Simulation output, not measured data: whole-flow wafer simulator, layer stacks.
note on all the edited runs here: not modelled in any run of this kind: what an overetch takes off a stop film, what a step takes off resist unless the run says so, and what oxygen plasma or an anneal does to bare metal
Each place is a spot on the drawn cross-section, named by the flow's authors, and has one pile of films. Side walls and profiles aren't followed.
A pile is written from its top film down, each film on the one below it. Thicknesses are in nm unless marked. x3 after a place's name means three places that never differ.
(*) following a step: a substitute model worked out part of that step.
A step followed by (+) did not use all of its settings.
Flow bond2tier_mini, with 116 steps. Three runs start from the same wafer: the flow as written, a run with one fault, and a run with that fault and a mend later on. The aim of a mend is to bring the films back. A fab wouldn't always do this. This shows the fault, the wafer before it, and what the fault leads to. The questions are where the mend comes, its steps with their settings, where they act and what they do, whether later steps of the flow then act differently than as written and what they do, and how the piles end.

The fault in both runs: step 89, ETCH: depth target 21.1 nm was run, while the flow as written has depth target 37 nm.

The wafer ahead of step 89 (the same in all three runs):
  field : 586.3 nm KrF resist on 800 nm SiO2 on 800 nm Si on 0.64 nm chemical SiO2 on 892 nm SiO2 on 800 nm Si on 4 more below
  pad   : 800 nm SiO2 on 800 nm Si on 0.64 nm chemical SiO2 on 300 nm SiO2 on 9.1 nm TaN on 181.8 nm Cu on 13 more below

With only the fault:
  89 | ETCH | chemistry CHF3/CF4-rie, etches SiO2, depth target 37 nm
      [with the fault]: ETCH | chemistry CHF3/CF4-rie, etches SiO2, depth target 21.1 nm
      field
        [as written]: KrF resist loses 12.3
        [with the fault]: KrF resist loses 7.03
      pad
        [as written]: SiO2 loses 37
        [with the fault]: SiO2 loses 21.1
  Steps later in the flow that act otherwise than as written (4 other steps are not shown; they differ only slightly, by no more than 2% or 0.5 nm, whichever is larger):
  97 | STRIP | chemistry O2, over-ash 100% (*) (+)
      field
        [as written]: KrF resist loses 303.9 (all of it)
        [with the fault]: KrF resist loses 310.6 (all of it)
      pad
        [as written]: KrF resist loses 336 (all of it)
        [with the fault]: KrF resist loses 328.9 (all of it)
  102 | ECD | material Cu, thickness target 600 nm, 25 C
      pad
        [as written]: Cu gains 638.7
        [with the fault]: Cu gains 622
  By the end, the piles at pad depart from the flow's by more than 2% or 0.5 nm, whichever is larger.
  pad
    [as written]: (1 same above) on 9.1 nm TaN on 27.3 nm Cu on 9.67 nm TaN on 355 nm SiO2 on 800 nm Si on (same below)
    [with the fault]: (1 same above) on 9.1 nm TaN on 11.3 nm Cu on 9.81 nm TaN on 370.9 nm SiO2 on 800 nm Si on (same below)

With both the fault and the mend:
  The mend stands after step 89.
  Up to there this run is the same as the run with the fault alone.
  89a | ETCH | chemistry CHF3/CF4-rie, etches SiO2, depth target 15.9 nm (a further turn of the flow's step 89, with different settings)
      field
        KrF resist loses 5.3
      pad
        SiO2 loses 15.9
  None of the later steps of the flow acts differently than as written at any place that is followed.
  The piles end the same as the flow's at every place that both follow.
